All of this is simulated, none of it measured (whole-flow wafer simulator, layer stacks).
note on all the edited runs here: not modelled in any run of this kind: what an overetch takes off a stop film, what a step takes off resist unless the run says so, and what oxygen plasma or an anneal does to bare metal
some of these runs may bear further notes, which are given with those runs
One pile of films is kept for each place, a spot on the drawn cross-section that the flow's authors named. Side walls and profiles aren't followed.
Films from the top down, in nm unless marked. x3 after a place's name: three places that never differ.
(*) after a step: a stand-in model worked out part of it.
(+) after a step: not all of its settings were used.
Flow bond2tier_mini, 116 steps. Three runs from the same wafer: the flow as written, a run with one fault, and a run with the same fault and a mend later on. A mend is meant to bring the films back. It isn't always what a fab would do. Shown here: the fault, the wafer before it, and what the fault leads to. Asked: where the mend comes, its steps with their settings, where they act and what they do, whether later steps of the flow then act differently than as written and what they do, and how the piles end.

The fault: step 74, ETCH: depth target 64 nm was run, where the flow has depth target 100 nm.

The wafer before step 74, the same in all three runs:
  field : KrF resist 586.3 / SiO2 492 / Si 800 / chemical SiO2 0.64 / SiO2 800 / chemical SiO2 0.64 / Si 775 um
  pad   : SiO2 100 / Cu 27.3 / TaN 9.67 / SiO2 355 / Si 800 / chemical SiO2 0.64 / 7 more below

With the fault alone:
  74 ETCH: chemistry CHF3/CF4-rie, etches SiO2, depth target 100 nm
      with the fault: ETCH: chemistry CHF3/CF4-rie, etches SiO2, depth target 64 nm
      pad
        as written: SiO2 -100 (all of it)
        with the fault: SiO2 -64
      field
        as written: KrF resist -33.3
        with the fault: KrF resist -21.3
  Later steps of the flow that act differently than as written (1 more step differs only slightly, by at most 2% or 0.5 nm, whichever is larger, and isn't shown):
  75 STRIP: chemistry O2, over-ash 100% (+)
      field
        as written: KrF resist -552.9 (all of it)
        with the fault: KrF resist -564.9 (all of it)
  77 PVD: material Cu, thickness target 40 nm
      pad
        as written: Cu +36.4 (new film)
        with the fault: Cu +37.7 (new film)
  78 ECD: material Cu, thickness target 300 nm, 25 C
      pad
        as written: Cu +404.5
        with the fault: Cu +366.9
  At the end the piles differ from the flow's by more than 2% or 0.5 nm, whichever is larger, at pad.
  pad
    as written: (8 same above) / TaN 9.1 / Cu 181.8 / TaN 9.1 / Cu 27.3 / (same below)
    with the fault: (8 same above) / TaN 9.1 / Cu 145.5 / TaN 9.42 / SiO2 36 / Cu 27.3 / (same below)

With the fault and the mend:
  The mend comes after step 75.
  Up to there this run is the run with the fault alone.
  75a COAT: KrF resist, thickness 600 nm (*) (the flow's step 69 once more)
      field
        KrF resist +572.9 (new film)
      pad
        KrF resist +628.3 (new film)
  75b SOFTBAKE: KrF resist (the flow's step 70 once more)
      changes no film at any place that is followed
  75c EXPOSE: photomask T2PAD, NA 0.6 (the flow's step 71 once more)
      changes no film at any place that is followed
  75d PEB: KrF resist (the flow's step 72 once more)
      changes no film at any place that is followed
  75e DEVELOP: developer TMAH-0.26N, 60 s (the flow's step 73 once more)
      field
        KrF resist -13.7
      pad
        KrF resist -628.3 (all of it)
  75f ETCH: chemistry CHF3/CF4-rie, etches SiO2, depth target 36 nm (the flow's step 74 once more, with other settings)
      field
        KrF resist -12
      pad
        SiO2 -36 (all of it)
  75g STRIP: chemistry O2, over-ash 100% (+) (the flow's step 75 once more)
      field
        KrF resist -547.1 (all of it)
  No later step of the flow acts differently than as written at any place that is followed.
  At the end the piles are the same as the flow's at every place that both follow.
